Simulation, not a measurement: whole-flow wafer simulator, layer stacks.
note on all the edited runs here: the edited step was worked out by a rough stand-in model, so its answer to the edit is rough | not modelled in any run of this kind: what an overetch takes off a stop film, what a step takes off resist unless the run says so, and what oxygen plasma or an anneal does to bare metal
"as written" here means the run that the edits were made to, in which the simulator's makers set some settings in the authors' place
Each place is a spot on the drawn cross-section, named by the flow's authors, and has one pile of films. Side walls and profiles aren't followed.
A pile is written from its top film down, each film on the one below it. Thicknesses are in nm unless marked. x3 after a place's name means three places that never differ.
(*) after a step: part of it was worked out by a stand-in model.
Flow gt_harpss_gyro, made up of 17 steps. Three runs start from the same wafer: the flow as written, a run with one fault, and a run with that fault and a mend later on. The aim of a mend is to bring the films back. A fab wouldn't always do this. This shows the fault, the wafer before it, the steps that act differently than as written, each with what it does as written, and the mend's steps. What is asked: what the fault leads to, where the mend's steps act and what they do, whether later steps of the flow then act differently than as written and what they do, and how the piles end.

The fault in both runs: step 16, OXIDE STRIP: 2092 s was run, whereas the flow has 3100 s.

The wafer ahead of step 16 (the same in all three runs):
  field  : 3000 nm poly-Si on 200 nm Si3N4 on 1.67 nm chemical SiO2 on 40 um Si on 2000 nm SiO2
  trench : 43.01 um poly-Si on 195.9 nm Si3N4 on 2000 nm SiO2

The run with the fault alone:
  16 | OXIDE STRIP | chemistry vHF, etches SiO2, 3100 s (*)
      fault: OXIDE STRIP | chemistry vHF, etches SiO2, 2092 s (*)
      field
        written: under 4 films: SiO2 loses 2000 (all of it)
        fault: under 4 films: SiO2 loses 1623
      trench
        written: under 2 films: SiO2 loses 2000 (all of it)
        fault: under 2 films: SiO2 loses 1623
  Every later step of the flow that is run acts as written at every place that is followed.
  By the end, the piles at field, trench depart from the flow's by more than 2% or 0.5 nm, whichever is larger.
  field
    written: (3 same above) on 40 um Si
    fault: (3 same above) on 40 um Si on 377 nm SiO2
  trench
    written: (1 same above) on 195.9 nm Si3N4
    fault: (1 same above) on 195.9 nm Si3N4 on 377 nm SiO2

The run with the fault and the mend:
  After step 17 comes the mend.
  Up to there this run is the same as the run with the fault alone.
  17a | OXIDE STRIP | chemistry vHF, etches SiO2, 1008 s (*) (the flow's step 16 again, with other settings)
      field
        under 4 films: SiO2 loses 377 (all of it)
      trench
        under 2 films: SiO2 loses 377 (all of it)
  Every later step of the flow that is run acts as written at every place that is followed.
  At every place that both follow, the piles at the end match the flow's.
